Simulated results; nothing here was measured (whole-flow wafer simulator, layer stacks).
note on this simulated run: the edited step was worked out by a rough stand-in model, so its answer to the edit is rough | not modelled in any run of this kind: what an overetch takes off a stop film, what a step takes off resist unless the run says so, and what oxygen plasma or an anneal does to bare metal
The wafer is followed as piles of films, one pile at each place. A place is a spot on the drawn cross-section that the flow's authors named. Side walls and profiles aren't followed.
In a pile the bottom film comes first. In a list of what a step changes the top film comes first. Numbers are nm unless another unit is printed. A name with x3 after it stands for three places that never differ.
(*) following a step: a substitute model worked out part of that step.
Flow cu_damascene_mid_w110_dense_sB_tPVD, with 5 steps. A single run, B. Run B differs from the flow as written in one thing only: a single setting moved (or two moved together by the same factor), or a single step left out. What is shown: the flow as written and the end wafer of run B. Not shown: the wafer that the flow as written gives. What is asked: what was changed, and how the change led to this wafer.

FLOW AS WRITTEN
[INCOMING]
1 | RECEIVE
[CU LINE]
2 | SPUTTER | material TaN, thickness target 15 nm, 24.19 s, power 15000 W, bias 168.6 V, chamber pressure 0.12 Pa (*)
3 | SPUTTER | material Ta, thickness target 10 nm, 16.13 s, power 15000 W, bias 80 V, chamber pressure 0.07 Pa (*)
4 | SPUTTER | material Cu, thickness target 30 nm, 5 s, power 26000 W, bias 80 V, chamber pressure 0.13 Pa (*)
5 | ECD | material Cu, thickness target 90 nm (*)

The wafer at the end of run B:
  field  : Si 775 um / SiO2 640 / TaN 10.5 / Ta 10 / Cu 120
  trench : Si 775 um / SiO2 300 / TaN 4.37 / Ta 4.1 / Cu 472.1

The reason: step 2, SPUTTER: power 10540 W was run, whereas the flow has power 15000 W.

Step by step, how the change led to this:
  2 | SPUTTER | material TaN, thickness target 15 nm, 24.19 s, power 15000 W, bias 168.6 V, chamber pressure 0.12 Pa (*)
      field: +10.5 TaN (new film) (as written it would have been: +15 TaN (new film))
      trench: +4.37 TaN (new film) (as written it would have been: +6.23 TaN (new film))
